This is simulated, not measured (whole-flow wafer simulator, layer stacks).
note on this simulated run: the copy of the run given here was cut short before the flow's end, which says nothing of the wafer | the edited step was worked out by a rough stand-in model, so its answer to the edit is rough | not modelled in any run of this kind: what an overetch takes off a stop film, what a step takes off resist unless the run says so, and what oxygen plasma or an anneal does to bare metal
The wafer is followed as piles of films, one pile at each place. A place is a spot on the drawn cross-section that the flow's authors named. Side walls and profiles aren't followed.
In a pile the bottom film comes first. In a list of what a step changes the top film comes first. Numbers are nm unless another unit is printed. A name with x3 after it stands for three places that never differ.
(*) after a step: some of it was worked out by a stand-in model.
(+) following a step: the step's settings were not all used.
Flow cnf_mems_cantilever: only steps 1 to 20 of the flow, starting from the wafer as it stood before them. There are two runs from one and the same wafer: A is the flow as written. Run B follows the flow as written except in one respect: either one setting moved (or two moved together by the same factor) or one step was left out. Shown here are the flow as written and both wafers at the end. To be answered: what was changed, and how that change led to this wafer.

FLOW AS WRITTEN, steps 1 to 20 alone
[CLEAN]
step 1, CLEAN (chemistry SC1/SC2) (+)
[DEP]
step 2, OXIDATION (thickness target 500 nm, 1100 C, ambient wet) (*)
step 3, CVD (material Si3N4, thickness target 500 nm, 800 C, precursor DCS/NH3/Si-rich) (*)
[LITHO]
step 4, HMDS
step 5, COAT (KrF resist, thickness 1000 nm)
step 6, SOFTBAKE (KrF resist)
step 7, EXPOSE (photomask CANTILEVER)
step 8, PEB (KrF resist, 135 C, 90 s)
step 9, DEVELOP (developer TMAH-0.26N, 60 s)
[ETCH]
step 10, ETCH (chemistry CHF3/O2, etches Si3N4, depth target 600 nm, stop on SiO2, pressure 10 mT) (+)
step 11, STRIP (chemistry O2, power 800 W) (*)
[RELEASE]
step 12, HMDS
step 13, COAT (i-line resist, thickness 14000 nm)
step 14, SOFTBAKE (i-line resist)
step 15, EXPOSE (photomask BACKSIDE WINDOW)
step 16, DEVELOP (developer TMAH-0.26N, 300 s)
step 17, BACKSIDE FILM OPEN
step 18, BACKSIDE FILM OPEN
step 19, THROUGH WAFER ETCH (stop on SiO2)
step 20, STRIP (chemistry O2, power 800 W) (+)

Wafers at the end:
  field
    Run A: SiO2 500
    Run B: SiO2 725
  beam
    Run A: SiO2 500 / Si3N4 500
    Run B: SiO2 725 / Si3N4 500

Cause: step 2, OXIDATION: thickness target 725 nm was run, whereas the flow has thickness target 500 nm.
The wafer itself shows it: field has SiO2 725, and step 2 as written asks for 500 nm.

Step by step, how the change led to this:
  step 2, OXIDATION (thickness target 500 nm, 1100 C, ambient wet) (*)
      field, beam: A SiO2 gains 500 (new film), chemical SiO2 loses 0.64 (all of it), Si loses 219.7 | B SiO2 gains 725 (new film), chemical SiO2 loses 0.64 (all of it), Si loses 318.7
  step 19, THROUGH WAFER ETCH (stop on SiO2)
      field: A under 1 film: Si loses 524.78 um (all of it) | B under 1 film: Si loses 524.68 um (all of it)
      beam: A under 2 films: Si loses 524.78 um (all of it) | B under 2 films: Si loses 524.68 um (all of it)
